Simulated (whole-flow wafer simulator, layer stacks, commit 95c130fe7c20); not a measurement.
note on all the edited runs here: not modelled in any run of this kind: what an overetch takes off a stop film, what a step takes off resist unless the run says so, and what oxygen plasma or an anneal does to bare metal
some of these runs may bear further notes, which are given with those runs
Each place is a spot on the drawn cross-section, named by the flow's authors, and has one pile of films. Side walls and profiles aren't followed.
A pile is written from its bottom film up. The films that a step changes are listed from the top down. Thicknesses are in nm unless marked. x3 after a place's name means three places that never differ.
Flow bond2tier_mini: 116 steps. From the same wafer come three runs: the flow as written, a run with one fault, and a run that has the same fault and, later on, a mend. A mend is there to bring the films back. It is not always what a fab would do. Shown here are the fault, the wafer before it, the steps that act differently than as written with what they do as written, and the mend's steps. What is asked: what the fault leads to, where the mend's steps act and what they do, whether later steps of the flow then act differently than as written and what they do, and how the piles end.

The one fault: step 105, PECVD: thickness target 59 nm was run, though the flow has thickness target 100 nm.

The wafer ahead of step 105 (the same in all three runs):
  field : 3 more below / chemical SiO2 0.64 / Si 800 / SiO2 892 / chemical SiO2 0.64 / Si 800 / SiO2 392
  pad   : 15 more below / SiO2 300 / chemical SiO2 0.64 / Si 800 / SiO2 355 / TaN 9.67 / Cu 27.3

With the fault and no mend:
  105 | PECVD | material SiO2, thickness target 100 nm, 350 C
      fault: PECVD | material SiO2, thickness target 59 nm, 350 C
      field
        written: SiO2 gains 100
        fault: SiO2 gains 59
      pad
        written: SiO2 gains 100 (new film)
        fault: SiO2 gains 59 (new film)
  Steps later in the flow that act otherwise than as written (2 more steps, not shown, differ only slightly: by at most 2% or 0.5 nm, whichever is larger):
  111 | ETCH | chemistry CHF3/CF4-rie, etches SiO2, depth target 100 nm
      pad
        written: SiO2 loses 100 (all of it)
        fault: SiO2 loses 59 (all of it), Cu loses 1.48
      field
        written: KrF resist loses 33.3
        fault: KrF resist loses 29.5
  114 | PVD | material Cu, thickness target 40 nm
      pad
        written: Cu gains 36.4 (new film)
        fault: Cu gains 37.8 (new film)
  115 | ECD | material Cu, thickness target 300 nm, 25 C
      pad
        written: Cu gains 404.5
        fault: Cu gains 363.2
  By the end, the piles at field, pad depart from the flow's by more than 2% or 0.5 nm, whichever is larger.
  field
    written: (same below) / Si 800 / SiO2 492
    fault: (same below) / Si 800 / SiO2 451
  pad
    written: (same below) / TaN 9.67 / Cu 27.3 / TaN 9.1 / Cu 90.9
    fault: (same below) / TaN 9.67 / Cu 25.9 / TaN 9.5 / Cu 51

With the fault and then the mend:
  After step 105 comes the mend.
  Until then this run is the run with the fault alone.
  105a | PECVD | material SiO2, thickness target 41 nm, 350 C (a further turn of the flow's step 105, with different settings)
      field, pad
        SiO2 gains 41
  Every later step of the flow that is run acts as written at every place that is followed.
  The piles end the same as the flow's at every place that both follow.
